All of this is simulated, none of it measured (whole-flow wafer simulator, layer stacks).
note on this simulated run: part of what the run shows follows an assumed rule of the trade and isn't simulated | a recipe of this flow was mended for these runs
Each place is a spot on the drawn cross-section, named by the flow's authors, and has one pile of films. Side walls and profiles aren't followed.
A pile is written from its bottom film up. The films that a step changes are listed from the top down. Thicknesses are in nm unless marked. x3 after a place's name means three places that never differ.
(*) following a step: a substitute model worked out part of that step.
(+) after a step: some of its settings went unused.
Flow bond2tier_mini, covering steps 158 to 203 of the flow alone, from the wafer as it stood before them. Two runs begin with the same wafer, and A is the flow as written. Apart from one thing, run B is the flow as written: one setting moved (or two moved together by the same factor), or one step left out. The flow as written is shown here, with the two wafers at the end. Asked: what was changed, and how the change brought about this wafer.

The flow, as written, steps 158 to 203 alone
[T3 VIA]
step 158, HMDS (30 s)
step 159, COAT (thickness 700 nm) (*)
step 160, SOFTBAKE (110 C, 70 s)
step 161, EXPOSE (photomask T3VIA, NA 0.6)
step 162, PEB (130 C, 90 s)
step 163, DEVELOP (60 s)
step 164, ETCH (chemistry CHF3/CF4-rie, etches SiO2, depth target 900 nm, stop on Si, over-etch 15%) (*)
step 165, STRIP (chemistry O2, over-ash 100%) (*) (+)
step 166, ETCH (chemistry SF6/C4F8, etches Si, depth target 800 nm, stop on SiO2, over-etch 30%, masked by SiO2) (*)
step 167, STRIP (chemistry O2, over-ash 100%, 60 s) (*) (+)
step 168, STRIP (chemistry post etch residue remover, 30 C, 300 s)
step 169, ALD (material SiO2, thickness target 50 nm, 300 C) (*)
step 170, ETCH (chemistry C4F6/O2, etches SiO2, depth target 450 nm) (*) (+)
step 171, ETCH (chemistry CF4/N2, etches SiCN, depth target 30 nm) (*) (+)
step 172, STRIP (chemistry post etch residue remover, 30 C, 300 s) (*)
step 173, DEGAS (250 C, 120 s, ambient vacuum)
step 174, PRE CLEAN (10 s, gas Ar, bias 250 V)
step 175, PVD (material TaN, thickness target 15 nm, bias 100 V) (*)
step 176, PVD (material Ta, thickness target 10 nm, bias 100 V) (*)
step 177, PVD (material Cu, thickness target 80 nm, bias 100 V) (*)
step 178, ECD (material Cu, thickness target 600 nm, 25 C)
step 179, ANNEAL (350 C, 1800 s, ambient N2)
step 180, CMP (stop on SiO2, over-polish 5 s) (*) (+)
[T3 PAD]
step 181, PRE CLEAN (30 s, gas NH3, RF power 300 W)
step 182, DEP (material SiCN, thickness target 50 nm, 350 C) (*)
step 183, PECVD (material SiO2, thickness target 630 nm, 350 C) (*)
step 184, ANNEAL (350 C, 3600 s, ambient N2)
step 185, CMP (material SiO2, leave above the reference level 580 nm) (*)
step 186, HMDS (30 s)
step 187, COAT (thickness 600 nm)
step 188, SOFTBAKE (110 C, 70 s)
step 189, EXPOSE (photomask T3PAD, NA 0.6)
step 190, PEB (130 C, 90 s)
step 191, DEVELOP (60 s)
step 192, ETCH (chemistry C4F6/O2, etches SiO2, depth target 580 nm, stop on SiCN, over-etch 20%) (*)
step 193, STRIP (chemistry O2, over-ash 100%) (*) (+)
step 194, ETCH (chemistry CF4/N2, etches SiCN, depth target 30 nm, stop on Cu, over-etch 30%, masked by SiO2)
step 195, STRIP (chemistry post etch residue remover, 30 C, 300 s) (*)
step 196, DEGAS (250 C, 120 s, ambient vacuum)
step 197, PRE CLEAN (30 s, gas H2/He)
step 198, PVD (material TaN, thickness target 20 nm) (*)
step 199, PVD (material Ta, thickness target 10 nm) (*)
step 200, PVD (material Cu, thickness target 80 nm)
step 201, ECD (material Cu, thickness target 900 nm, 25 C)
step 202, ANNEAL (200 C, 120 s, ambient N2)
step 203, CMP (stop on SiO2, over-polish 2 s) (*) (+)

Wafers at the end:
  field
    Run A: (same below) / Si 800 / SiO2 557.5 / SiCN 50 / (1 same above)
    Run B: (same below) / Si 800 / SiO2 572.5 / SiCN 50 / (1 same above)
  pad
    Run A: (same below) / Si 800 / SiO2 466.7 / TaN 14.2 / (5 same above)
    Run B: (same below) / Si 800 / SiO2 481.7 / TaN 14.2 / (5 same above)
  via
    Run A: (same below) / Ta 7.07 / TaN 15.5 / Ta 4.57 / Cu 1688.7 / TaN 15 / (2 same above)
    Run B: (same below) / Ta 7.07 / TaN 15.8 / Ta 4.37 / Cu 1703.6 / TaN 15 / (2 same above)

The reason: step 169, ALD: thickness target 65 nm was run, though the flow has thickness target 50 nm.

How this came from the change, step by step:
  step 169, ALD (material SiO2, thickness target 50 nm, 300 C) (*)
      field, pad, via: A SiO2 gains 50 | B SiO2 gains 65
  step 170, ETCH (chemistry C4F6/O2, etches SiO2, depth target 450 nm) (*) (+)
      via: A SiO2 loses 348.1 (all of it), SiCN loses 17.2 | B SiO2 loses 363.1 (all of it), SiCN loses 14.6
  step 171, ETCH (chemistry CF4/N2, etches SiCN, depth target 30 nm) (*) (+)
      via: A SiCN loses 17.6 (all of it), TaN loses 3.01 | B SiCN loses 20.2 (all of it), TaN loses 2.4
  step 177, PVD (material Cu, thickness target 80 nm, bias 100 V) (*)
      via: A Cu gains 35 (new film) | B Cu gains 33.3 (new film)
